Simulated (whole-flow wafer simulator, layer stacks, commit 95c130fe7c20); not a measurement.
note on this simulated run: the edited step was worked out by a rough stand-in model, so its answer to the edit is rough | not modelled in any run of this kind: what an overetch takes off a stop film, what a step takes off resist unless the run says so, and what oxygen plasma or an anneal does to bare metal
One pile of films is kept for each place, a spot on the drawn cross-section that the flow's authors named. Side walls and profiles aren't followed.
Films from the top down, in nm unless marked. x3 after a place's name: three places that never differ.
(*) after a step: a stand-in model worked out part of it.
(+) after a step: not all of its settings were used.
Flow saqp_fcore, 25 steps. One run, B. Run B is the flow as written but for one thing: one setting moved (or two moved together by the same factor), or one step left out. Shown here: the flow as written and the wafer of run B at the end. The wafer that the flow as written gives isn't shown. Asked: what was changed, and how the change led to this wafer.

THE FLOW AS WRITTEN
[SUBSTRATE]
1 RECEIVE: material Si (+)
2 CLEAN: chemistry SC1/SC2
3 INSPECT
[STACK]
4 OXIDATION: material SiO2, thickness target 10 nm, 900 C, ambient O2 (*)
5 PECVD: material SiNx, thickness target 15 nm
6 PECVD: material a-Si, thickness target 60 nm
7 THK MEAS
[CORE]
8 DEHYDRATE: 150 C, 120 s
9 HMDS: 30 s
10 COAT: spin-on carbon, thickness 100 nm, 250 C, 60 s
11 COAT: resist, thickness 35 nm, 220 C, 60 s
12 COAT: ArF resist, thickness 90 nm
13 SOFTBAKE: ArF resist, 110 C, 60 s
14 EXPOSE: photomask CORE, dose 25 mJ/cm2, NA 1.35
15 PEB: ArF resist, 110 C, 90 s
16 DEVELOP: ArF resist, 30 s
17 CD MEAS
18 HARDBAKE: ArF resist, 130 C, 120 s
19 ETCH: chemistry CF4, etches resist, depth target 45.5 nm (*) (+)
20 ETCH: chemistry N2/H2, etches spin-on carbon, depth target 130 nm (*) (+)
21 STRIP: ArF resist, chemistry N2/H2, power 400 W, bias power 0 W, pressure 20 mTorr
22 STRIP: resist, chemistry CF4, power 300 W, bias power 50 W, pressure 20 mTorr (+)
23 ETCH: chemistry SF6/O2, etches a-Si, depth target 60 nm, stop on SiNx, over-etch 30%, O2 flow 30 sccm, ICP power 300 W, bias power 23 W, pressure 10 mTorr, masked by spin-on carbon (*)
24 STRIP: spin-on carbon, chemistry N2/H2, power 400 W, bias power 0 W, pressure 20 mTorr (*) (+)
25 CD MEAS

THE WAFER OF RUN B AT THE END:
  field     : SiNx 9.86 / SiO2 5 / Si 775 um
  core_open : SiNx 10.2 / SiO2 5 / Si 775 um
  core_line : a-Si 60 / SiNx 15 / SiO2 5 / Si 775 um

The cause: step 4, OXIDATION: thickness target 5 nm was run, where the flow has thickness target 10 nm.
It can be read off the wafer: field has SiO2 5, and step 4 as written asks for 10 nm.

How the change led to this, step by step:
  4 OXIDATION: material SiO2, thickness target 10 nm, 900 C, ambient O2 (*)
      field, core_open, core_line: SiO2 +5 (new film), chemical SiO2 -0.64 (all of it), Si -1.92 (as written it would be: SiO2 +10 (new film), chemical SiO2 -0.64 (all of it), Si -4.12)
